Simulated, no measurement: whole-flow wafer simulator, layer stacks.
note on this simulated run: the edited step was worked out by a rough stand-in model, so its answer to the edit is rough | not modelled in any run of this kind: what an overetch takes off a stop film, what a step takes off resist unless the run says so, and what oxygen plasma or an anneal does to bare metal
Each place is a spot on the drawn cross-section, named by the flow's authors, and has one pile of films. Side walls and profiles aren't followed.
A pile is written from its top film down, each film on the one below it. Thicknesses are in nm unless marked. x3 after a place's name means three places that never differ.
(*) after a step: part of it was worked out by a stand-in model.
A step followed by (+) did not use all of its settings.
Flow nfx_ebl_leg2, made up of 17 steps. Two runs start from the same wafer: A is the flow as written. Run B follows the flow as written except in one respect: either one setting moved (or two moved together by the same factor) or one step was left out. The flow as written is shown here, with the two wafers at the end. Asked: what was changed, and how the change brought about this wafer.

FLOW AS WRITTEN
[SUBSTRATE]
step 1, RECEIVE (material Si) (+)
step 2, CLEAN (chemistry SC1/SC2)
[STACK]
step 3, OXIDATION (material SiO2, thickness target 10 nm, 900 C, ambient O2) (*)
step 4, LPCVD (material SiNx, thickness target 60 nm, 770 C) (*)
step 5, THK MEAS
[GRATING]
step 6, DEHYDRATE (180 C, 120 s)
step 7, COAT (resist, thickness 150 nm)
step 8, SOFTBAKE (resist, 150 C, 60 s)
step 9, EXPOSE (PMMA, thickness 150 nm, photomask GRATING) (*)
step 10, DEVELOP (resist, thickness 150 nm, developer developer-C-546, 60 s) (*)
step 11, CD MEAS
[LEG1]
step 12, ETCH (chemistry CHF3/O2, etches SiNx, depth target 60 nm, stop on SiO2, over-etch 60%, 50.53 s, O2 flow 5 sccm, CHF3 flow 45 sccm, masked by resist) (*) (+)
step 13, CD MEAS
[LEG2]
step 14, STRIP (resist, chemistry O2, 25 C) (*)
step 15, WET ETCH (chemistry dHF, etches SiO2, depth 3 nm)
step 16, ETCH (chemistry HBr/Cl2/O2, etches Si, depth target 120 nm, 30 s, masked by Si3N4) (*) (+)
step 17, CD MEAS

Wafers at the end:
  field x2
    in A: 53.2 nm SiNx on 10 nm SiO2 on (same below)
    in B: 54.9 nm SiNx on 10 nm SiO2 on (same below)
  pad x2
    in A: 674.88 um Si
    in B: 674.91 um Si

Cause: step 16, ETCH: depth target 90 nm was run, while the flow as written has depth target 120 nm; step 16, ETCH: 22.5 s was run, where the flow has 30 s.

Step by step, how the change led to this:
  step 16, ETCH (chemistry HBr/Cl2/O2, etches Si, depth target 120 nm, 30 s, masked by Si3N4) (*) (+)
      field x2: A SiNx loses 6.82 | B SiNx loses 5.11
      pad x2: A Si loses 120 | B Si loses 90
